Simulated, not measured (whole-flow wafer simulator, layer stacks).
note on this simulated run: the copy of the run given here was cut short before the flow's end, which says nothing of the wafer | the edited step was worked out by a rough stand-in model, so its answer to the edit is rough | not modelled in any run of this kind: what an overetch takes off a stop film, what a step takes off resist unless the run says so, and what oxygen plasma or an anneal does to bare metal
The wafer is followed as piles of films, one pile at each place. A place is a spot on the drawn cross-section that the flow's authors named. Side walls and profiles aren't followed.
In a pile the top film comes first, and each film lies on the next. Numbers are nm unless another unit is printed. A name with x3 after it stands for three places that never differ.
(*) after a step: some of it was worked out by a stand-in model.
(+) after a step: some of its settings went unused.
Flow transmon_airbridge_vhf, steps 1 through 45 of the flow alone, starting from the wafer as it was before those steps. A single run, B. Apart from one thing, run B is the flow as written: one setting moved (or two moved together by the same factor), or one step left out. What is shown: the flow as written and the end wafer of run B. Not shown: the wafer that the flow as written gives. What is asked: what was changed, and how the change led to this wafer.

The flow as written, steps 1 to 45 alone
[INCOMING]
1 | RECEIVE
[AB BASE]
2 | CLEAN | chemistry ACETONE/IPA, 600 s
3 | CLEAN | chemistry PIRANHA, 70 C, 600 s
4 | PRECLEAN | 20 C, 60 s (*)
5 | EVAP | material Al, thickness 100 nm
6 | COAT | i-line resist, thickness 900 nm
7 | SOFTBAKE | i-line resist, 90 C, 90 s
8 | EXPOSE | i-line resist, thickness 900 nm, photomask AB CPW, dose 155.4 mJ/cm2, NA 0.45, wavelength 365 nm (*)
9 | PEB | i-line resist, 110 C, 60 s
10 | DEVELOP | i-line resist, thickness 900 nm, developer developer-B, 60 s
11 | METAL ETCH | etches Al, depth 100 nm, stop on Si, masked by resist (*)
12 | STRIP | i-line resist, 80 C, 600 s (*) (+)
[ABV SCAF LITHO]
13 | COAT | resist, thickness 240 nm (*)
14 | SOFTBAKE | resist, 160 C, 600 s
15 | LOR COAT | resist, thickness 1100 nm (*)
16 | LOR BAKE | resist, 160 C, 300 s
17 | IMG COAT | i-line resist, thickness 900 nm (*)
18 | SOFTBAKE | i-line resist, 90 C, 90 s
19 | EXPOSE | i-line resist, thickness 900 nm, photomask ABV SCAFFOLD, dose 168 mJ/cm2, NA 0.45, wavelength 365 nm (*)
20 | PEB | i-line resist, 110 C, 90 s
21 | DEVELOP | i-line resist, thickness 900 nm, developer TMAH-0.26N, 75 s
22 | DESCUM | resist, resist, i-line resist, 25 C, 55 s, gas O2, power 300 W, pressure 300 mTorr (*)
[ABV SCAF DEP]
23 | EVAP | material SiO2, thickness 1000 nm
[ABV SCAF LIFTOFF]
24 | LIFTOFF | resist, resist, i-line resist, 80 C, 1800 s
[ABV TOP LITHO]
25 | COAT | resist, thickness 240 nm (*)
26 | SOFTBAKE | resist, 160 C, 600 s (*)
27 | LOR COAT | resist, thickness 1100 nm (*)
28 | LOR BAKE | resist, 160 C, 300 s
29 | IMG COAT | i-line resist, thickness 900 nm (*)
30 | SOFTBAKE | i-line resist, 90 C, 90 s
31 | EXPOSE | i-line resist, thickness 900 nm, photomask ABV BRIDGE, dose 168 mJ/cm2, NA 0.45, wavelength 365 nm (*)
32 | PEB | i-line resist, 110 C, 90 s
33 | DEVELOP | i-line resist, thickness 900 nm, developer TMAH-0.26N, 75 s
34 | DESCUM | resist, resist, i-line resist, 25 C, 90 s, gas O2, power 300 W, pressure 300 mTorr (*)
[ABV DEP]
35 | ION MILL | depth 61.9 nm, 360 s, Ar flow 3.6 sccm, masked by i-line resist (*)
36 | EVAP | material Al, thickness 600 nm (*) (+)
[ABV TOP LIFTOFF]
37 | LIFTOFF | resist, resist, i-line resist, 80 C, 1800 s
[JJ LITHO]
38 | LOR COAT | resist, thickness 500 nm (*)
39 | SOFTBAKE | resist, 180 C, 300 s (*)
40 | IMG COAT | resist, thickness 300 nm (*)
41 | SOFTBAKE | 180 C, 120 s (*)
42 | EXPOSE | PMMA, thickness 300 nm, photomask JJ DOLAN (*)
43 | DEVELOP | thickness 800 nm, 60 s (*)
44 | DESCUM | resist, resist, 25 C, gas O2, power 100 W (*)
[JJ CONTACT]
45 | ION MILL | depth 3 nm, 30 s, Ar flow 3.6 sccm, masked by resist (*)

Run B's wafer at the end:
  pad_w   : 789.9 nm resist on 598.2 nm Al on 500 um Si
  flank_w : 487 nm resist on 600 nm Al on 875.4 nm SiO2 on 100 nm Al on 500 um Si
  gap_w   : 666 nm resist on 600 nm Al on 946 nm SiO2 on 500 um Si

Cause: step 35, ION MILL: 540 s was run, while the flow as written has 360 s.

How this came from the change, step by step:
  35 | ION MILL | depth 61.9 nm, 360 s, Ar flow 3.6 sccm, masked by i-line resist (*)
      field x3, jj_line, ground_far, trace_open_s x2, margin_s, margin_n: -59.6 i-line resist (as written it would have been: -39.7 i-line resist)
      flank_w, gap_w, cpw_trace, gap_e, flank_e, bridge_strip: -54 SiO2 (as written it would have been: -36 SiO2)
      (and at 2 other places as well)
  37 | LIFTOFF | resist, resist, i-line resist, 80 C, 1800 s
      field x3, jj_line, trace_open_s x2: -600 Al (all of it), -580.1 i-line resist (all of it), -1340 resist (all of it) (as written it would have been: -600 Al (all of it), -600 i-line resist (all of it), -1340 resist (all of it))
      margin_s, margin_n: -600 Al (all of it), -298.4 i-line resist (all of it), -992 resist (all of it) (as written it would have been: -600 Al (all of it), -318.3 i-line resist (all of it), -992 resist (all of it))
      (and at 1 other place as well)
